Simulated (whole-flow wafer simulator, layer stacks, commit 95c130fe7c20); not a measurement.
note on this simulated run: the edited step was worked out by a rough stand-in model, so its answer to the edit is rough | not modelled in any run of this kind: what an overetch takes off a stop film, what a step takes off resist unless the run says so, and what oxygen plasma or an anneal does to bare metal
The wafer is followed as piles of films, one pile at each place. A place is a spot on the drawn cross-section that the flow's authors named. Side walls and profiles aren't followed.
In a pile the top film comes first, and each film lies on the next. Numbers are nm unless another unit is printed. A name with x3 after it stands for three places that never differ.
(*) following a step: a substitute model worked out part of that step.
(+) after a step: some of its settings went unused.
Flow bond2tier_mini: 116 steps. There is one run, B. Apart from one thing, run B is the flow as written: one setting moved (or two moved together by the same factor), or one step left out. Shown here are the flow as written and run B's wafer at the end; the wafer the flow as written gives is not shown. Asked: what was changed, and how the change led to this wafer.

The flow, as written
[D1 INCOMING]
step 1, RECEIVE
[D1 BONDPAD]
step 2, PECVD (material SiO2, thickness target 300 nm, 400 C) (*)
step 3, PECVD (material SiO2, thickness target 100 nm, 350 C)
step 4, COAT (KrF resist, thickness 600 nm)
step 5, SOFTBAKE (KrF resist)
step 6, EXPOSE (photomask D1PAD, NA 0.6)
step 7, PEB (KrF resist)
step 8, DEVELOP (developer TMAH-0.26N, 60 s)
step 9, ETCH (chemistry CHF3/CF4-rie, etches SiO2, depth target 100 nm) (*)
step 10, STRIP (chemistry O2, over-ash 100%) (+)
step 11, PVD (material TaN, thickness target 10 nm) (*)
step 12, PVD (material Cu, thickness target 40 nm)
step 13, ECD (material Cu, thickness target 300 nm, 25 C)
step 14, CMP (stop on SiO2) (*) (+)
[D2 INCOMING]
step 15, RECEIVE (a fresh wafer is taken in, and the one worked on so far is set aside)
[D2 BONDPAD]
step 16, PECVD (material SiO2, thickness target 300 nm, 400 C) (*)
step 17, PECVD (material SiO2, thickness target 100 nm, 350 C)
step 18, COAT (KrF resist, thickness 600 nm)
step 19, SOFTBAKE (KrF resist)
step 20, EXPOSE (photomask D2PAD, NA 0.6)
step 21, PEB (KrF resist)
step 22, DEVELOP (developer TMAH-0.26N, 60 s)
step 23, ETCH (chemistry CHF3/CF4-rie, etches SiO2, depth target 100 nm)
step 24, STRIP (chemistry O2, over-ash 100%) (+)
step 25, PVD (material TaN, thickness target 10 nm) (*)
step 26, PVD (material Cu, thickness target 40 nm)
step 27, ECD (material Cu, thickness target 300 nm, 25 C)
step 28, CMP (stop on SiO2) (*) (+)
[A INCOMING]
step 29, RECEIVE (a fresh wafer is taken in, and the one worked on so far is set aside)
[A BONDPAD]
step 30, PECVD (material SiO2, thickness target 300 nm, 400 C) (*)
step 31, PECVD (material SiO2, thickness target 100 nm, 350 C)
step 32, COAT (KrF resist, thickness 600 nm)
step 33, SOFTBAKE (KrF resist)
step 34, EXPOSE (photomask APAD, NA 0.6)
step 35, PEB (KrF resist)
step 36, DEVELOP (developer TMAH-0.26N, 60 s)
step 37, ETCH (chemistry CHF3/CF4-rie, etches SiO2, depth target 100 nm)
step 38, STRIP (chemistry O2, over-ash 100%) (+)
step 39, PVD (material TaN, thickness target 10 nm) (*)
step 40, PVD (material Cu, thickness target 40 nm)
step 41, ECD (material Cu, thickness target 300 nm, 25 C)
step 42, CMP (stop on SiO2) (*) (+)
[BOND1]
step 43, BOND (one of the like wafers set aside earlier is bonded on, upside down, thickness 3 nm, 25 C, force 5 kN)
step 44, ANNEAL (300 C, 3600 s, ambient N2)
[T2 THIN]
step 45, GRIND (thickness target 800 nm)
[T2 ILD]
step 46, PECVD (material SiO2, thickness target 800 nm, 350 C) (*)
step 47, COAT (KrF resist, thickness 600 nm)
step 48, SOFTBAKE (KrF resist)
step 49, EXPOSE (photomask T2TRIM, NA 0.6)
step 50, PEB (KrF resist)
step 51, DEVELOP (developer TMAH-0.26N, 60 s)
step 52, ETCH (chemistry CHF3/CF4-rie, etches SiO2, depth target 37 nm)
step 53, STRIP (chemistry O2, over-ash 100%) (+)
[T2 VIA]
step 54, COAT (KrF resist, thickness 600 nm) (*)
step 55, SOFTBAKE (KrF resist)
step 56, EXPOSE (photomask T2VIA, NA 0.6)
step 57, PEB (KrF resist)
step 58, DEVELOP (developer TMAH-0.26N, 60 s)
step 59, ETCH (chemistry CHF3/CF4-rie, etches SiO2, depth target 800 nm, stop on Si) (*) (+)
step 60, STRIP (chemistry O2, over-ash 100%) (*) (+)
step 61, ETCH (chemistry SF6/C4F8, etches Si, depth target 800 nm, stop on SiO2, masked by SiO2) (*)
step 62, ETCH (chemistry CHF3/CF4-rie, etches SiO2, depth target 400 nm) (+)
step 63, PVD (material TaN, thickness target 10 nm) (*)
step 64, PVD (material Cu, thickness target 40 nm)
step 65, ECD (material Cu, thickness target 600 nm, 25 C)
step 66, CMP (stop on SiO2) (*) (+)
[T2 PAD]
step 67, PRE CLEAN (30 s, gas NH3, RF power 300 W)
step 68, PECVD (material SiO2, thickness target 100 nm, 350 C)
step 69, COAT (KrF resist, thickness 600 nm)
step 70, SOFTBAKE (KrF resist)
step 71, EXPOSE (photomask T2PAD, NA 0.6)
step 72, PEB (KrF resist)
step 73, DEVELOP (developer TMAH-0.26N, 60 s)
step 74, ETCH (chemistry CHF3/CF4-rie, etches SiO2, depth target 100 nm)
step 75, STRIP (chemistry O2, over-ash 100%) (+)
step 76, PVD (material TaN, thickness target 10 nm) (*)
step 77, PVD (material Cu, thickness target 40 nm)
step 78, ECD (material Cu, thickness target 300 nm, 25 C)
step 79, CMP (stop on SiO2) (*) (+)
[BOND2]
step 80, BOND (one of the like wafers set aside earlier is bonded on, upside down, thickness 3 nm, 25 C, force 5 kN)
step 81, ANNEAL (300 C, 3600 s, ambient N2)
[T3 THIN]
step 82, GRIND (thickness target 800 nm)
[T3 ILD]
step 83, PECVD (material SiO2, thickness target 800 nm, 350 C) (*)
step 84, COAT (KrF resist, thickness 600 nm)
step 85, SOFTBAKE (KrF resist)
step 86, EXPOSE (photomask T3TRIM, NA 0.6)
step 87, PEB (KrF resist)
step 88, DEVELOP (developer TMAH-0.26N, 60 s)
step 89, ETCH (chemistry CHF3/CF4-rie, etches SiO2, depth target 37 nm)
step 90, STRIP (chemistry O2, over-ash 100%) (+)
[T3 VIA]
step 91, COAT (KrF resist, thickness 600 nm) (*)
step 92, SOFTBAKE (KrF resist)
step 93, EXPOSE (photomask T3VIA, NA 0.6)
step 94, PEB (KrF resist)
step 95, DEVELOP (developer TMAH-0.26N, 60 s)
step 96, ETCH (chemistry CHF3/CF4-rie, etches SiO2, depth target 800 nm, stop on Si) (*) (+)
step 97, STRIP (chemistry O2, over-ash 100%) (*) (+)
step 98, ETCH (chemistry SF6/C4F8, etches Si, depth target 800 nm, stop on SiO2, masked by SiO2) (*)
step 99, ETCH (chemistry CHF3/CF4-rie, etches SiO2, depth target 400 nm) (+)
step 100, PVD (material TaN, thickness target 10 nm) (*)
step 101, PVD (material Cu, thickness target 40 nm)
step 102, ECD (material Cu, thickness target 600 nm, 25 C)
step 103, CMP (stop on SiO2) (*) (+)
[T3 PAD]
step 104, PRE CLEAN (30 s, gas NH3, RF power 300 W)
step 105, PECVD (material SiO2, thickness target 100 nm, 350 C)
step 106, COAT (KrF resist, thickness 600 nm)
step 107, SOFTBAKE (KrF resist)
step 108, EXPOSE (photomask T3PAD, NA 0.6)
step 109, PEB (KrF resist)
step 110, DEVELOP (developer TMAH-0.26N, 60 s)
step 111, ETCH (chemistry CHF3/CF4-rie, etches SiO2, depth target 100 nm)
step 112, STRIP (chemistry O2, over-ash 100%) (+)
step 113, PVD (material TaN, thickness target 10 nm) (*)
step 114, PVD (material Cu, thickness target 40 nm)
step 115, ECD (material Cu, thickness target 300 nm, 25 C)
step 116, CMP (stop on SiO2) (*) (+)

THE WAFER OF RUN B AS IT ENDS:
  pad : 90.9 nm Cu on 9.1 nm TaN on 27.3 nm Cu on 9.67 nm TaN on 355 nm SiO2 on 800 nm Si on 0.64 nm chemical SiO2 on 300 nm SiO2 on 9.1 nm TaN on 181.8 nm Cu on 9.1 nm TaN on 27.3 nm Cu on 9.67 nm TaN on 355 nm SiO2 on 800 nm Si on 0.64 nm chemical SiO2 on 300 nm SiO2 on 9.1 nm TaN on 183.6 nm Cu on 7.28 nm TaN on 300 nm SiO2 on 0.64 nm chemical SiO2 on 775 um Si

What caused this: step 39, PVD: thickness target 8 nm was run, though the flow has thickness target 10 nm.

How this came from the change, step by step:
  step 39, PVD (material TaN, thickness target 10 nm) (*)
      field: +8 TaN (new film) (it would be, as written: +10 TaN (new film))
      pad: +7.28 TaN (new film) (it would be, as written: +9.1 TaN (new film))
      (as well as at 1 more place)
  step 42, CMP (stop on SiO2) (*) (+)
      field: -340 Cu (all of it), -8 TaN (all of it) (it would be, as written: -340 Cu (all of it), -10 TaN (all of it))
